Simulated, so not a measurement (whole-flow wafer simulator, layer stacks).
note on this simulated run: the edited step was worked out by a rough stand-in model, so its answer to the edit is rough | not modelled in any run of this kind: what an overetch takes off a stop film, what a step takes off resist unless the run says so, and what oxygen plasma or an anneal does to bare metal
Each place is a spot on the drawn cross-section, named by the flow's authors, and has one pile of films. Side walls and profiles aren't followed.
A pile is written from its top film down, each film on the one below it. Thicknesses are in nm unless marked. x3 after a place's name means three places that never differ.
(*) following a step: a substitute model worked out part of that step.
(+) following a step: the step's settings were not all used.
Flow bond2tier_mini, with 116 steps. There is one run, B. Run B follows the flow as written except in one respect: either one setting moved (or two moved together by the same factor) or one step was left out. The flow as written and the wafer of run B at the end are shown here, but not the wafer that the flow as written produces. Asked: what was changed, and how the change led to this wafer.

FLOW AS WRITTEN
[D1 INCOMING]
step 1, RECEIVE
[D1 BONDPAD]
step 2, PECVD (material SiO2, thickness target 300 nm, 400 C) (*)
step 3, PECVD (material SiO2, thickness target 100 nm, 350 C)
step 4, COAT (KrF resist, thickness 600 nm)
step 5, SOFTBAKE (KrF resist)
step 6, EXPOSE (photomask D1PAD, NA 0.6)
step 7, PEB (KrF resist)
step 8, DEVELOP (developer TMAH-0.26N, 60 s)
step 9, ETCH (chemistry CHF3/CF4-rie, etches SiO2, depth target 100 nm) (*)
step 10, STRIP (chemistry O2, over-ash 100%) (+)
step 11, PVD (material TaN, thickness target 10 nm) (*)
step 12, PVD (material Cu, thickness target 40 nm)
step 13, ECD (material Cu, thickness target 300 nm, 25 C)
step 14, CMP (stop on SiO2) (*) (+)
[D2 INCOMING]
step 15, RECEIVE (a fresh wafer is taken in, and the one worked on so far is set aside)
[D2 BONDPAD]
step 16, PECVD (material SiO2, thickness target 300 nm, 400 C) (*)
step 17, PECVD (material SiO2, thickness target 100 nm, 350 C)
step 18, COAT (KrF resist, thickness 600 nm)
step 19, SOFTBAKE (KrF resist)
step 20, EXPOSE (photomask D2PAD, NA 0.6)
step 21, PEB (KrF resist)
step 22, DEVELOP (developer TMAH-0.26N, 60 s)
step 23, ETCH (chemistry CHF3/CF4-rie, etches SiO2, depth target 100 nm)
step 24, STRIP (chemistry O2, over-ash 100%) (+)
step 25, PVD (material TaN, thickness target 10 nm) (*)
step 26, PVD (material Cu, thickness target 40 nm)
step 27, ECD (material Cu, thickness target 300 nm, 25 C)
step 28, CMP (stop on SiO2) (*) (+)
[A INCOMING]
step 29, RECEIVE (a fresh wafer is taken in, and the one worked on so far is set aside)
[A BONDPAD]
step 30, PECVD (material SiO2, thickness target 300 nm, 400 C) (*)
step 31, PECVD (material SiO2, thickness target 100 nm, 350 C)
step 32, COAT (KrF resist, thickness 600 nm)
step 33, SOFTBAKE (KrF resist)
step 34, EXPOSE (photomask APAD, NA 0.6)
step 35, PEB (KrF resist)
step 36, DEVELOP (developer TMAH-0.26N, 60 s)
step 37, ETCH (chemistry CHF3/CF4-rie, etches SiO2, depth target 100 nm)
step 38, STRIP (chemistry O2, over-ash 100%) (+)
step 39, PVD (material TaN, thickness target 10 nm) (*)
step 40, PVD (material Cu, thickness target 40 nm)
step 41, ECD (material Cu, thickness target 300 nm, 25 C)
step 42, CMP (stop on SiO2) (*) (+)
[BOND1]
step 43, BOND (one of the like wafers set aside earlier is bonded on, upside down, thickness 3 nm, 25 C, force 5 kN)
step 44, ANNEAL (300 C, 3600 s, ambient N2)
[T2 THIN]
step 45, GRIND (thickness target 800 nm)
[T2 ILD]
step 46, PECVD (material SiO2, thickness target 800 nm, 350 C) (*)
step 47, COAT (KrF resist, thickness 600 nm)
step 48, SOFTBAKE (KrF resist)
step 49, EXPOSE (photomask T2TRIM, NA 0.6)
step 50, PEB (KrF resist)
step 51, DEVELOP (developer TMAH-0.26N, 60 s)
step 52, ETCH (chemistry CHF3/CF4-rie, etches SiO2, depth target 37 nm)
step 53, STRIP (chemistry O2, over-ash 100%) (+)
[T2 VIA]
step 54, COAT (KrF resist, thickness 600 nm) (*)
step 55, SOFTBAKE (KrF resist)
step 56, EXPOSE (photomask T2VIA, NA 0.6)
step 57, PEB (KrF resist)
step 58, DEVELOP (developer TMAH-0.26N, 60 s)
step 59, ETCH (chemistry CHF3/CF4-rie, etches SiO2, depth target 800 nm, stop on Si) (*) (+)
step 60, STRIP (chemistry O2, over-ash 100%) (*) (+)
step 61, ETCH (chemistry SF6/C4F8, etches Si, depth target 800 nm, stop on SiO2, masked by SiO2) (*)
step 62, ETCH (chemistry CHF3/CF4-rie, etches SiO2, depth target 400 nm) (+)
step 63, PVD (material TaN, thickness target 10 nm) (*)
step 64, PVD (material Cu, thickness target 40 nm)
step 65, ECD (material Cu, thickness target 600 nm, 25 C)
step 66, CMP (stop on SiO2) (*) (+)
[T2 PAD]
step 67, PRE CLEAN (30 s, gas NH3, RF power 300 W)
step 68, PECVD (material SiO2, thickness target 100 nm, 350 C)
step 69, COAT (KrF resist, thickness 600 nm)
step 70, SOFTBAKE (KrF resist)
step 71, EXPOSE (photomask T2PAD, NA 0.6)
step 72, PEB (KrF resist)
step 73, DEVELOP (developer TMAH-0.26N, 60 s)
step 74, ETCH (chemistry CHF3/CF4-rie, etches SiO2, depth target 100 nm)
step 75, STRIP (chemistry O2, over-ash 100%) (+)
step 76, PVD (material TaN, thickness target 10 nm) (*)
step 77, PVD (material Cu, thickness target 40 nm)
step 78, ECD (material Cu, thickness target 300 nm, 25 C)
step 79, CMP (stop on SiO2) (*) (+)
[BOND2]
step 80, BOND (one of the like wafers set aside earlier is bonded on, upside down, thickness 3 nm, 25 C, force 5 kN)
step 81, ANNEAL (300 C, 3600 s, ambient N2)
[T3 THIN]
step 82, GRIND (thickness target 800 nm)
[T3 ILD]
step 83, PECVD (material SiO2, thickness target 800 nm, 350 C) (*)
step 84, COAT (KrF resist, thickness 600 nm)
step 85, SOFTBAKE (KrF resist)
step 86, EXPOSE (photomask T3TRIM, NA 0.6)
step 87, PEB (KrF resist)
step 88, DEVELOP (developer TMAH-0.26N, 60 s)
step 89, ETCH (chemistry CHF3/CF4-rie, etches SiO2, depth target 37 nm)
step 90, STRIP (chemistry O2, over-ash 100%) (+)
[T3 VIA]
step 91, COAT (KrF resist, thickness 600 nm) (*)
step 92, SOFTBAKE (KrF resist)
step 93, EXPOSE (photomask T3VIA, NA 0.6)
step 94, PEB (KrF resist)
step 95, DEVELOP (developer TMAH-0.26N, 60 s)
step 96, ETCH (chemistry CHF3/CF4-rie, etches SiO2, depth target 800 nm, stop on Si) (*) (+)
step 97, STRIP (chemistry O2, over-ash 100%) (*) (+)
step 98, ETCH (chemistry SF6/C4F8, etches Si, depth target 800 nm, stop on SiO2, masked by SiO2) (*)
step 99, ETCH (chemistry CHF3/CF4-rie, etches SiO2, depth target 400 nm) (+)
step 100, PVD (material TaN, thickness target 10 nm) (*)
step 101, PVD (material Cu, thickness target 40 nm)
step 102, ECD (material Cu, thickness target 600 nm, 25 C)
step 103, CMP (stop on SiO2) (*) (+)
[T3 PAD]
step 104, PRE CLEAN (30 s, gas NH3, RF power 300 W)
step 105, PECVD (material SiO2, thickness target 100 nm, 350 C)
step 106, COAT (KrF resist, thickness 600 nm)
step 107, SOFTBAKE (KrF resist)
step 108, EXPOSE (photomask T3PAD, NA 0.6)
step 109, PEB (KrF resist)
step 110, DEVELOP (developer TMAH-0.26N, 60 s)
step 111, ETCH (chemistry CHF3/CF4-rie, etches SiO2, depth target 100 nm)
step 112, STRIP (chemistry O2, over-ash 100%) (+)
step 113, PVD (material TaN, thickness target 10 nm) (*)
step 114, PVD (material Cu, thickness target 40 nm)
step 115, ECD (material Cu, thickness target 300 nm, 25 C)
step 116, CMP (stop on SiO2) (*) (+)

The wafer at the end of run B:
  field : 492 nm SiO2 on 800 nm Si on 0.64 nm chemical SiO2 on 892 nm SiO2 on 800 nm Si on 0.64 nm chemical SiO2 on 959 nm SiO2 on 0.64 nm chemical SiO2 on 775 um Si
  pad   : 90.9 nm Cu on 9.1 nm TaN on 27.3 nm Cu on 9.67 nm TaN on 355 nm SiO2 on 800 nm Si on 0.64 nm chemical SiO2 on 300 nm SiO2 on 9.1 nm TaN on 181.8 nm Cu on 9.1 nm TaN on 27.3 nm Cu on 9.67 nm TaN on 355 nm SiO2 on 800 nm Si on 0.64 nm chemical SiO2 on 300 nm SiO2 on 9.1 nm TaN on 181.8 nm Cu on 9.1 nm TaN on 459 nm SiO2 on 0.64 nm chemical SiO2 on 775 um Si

Cause: step 30, PECVD: thickness target 459 nm was run, while the flow as written has thickness target 300 nm.
One can read it off the wafer: pad has SiO2 459, and step 30 as written asks for 300 nm.

The path from the change to this, step by step:
  step 30, PECVD (material SiO2, thickness target 300 nm, 400 C) (*)
      field, pad, via: SiO2 gains 459 (new film) (as written it would have been: SiO2 gains 300 (new film))
